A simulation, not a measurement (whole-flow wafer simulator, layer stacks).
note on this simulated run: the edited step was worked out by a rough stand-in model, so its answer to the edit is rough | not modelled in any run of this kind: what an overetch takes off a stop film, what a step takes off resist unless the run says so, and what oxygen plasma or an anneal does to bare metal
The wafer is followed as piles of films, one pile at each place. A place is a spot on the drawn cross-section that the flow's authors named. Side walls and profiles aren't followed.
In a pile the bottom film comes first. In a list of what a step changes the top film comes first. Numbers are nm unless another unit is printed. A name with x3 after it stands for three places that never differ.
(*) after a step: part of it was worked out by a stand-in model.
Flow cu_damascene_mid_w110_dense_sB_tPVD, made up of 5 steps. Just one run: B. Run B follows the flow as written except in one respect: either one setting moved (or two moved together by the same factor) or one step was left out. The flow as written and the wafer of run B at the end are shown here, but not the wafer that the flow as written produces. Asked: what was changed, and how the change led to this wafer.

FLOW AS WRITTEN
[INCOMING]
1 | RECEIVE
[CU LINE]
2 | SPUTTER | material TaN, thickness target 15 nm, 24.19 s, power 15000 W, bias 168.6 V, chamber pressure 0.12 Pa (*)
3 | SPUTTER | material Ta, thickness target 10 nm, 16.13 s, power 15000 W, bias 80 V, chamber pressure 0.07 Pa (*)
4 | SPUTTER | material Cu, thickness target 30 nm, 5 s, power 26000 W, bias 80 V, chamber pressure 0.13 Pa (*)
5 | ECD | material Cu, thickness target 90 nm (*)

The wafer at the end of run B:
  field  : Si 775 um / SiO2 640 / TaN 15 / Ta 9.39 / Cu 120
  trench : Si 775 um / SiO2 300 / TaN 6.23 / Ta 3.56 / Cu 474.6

The reason: step 3, SPUTTER: bias 99.2 V was run, whereas the flow has bias 80 V.

The path from the change to this, step by step:
  3 | SPUTTER | material Ta, thickness target 10 nm, 16.13 s, power 15000 W, bias 80 V, chamber pressure 0.07 Pa (*)
      field: Ta gains 9.39 (new film) (it would be, as written: Ta gains 10 (new film))
